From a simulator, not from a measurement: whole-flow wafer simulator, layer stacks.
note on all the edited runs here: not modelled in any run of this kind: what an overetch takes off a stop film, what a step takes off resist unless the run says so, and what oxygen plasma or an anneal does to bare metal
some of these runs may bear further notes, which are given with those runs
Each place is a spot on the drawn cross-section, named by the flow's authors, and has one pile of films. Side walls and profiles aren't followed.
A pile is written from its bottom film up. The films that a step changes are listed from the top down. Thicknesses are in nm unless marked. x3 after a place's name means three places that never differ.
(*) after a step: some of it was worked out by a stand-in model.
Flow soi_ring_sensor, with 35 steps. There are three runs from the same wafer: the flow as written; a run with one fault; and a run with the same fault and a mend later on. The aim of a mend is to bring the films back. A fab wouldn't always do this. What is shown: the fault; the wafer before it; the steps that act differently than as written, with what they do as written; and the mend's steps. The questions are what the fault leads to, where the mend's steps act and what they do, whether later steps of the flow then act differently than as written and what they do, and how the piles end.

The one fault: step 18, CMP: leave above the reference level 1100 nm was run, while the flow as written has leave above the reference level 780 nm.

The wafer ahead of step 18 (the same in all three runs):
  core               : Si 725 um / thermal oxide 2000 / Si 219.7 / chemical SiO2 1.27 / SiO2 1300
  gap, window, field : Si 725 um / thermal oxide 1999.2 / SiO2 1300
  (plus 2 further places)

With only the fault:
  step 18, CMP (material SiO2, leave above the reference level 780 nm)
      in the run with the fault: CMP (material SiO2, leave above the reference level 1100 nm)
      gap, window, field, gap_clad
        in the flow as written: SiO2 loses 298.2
        in the run with the fault: nothing
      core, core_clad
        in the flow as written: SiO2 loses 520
        in the run with the fault: SiO2 loses 200
  Steps later in the flow that act otherwise than as written (not shown: 5 more steps that differ only slightly, by at most 2% or 0.5 nm, whichever is larger):
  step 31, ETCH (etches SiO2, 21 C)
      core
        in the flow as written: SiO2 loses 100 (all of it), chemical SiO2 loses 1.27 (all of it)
        in the run with the fault: SiO2 loses 420 (all of it), chemical SiO2 loses 1.27 (all of it)
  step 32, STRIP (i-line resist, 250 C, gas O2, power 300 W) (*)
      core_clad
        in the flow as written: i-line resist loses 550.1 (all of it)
        in the run with the fault: i-line resist loses 531.9 (all of it)
  At field, core_clad, the piles at the end differ from the flow's by more than 2% or 0.5 nm, whichever is larger.
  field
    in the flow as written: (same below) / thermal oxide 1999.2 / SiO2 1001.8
    in the run with the fault: (same below) / thermal oxide 1999.2 / SiO2 1300
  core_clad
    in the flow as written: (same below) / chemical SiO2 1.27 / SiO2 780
    in the run with the fault: (same below) / chemical SiO2 1.27 / SiO2 1100

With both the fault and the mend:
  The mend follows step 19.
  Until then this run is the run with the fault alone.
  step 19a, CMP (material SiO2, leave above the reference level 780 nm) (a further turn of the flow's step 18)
      gap, window, field, gap_clad
        SiO2 loses 298.2
      core, core_clad
        SiO2 loses 320
  None of the later steps of the flow acts differently than as written at any place that is followed.
  By the end, the piles equal the flow's at every place that both follow.
